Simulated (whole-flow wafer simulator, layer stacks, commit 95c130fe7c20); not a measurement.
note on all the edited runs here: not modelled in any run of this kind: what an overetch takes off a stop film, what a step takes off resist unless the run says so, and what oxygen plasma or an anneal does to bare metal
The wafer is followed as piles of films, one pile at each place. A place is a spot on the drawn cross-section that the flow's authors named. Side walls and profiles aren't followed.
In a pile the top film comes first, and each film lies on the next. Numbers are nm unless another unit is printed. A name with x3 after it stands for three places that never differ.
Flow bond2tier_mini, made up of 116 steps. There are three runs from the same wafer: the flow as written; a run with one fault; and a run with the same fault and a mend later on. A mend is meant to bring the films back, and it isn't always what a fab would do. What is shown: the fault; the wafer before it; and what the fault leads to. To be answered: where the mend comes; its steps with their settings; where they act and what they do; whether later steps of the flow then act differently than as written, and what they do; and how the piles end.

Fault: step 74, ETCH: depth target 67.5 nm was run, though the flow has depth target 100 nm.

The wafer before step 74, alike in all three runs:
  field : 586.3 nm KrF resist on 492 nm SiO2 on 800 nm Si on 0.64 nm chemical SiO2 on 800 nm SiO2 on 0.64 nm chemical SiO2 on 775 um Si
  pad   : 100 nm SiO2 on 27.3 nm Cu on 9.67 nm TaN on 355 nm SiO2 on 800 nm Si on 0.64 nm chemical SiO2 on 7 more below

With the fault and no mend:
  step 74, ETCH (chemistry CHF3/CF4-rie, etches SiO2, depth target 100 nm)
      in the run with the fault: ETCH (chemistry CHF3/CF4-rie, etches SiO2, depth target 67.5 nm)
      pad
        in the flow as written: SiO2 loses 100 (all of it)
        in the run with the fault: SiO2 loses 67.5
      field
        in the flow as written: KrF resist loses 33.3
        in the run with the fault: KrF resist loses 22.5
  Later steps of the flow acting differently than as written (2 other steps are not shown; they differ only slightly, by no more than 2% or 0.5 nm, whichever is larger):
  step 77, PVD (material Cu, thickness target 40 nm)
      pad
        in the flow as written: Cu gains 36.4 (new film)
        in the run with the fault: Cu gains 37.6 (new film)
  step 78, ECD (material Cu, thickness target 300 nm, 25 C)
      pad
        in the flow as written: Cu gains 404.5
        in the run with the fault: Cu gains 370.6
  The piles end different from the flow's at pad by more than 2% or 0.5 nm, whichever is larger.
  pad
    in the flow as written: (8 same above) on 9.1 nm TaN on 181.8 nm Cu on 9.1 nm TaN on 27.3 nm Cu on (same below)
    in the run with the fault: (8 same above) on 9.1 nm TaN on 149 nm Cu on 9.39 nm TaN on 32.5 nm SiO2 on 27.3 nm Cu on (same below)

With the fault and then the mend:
  After step 74 comes the mend.
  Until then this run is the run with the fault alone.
  step 74a, ETCH (chemistry CHF3/CF4-rie, etches SiO2, depth target 32.5 nm) (the flow's step 74, run once more with other settings)
      field
        KrF resist loses 10.8
      pad
        SiO2 loses 32.5 (all of it)
  Every later step of the flow that is run acts as written at every place that is followed.
  The piles end the same as the flow's at every place that both follow.
